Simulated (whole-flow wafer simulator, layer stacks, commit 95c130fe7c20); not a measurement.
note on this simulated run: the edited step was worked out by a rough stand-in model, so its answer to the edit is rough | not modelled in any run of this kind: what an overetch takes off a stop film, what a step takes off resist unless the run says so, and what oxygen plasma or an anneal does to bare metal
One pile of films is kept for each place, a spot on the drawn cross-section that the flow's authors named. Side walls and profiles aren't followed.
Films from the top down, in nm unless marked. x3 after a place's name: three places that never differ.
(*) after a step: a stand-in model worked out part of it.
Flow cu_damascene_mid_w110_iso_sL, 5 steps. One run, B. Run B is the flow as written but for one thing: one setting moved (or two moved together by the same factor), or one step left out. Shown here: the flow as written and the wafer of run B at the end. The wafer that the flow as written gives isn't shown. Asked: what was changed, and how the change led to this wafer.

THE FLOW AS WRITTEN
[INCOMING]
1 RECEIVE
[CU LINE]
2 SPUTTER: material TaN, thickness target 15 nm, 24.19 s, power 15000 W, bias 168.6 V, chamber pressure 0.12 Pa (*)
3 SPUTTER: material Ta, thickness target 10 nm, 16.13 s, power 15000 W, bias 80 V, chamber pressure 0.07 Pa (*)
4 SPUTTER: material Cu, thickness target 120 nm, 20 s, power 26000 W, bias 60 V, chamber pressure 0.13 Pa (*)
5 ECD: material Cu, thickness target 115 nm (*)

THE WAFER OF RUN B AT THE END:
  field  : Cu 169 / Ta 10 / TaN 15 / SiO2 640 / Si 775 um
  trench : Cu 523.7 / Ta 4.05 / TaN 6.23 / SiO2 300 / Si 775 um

The cause: step 4, SPUTTER: thickness target 54 nm was run, where the flow has thickness target 120 nm; step 4, SPUTTER: 9 s was run, where the flow has 20 s.

How the change led to this, step by step:
  4 SPUTTER: material Cu, thickness target 120 nm, 20 s, power 26000 W, bias 60 V, chamber pressure 0.13 Pa (*)
      field: Cu +54 (new film) (as written it would be: Cu +120 (new film))
      trench: Cu +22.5 (new film) (as written it would be: Cu +49.9 (new film))
  5 ECD: material Cu, thickness target 115 nm (*)
      trench: Cu +501.3 (as written it would be: Cu +539.8)
